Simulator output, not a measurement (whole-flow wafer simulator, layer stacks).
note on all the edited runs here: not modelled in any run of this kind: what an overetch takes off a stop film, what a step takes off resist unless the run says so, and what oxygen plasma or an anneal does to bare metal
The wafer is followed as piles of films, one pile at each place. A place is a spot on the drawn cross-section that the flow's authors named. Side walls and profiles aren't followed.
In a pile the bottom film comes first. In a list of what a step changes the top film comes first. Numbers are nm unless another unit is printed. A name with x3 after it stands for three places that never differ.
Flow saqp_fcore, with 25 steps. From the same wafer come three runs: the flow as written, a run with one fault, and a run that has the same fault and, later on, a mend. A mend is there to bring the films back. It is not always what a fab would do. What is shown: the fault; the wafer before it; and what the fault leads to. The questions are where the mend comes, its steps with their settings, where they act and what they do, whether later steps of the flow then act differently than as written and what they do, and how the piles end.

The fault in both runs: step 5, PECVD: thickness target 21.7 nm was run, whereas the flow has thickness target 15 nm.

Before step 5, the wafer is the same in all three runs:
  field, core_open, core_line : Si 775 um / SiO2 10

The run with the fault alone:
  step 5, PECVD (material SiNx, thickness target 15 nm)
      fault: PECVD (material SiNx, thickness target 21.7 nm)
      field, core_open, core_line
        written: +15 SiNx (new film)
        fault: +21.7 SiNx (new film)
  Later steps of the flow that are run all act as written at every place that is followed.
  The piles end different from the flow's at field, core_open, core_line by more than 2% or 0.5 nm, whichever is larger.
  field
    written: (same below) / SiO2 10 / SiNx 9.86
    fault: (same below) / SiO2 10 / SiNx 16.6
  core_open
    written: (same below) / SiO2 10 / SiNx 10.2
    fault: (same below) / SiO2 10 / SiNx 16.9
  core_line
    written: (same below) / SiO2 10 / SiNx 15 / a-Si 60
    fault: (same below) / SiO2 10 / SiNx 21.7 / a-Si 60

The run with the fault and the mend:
  After step 5 comes the mend.
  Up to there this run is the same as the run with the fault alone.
  step 5a, ETCH (chemistry h3po4, depth target 24.95 nm)
      field, core_open, core_line
        -21.7 SiNx (all of it)
  step 5b, PECVD (material SiNx, thickness target 15 nm) (the flow's step 5 again)
      field, core_open, core_line
        +15 SiNx (new film)
  Later steps of the flow that are run all act as written at every place that is followed.
  At every place that both follow, the piles at the end match the flow's.
